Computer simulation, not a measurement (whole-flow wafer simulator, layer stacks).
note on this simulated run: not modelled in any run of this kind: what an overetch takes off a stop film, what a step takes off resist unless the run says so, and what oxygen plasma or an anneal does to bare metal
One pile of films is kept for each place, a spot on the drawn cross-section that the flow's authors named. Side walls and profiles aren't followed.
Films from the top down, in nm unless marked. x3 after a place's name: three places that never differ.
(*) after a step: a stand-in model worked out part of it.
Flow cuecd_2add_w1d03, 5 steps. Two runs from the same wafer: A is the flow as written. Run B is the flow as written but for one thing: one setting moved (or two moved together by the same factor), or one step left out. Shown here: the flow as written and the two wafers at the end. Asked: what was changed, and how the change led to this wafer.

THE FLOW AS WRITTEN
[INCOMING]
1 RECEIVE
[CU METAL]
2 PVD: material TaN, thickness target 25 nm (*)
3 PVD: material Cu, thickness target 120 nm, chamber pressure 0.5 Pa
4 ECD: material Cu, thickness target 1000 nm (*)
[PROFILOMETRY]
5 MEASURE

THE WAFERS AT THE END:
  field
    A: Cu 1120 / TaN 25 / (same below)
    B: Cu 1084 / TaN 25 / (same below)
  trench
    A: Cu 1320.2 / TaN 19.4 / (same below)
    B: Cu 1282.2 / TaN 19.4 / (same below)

The cause: step 3, PVD: thickness target 84 nm was run, where the flow has thickness target 120 nm.

How the change led to this, step by step:
  3 PVD: material Cu, thickness target 120 nm, chamber pressure 0.5 Pa
      field: A Cu +120 (new film) | B Cu +84 (new film)
      trench: A Cu +93.4 (new film) | B Cu +65.5 (new film)
